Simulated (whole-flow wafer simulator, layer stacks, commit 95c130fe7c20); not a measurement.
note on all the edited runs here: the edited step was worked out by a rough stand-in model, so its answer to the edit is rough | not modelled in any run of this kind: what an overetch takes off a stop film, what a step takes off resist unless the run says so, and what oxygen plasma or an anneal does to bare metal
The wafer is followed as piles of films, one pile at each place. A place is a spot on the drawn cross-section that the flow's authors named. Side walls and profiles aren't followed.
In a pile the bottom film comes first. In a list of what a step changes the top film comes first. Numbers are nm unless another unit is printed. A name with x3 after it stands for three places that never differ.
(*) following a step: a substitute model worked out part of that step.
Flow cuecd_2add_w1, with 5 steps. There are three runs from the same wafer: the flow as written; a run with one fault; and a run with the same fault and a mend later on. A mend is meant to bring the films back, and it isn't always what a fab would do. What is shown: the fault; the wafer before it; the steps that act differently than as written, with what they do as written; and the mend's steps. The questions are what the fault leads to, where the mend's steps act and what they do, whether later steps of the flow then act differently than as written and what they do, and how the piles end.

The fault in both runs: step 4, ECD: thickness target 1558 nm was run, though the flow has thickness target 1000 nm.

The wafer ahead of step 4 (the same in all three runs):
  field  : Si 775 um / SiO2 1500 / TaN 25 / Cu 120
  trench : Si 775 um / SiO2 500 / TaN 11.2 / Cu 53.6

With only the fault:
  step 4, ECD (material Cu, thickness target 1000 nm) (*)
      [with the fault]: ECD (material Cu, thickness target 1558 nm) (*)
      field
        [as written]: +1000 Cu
        [with the fault]: +1558 Cu
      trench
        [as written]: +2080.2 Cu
        [with the fault]: +2638.2 Cu
  Every later step of the flow that is run acts as written at every place that is followed.
  By the end, the piles at field, trench depart from the flow's by more than 2% or 0.5 nm, whichever is larger.
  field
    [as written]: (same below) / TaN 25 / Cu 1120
    [with the fault]: (same below) / TaN 25 / Cu 1678
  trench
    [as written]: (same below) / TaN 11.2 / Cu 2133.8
    [with the fault]: (same below) / TaN 11.2 / Cu 2691.8

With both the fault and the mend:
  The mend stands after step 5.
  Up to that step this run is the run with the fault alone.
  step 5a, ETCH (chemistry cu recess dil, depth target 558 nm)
      field, trench
        -558 Cu
  Every later step of the flow that is run acts as written at every place that is followed.
  At every place that both follow, the piles at the end match the flow's.
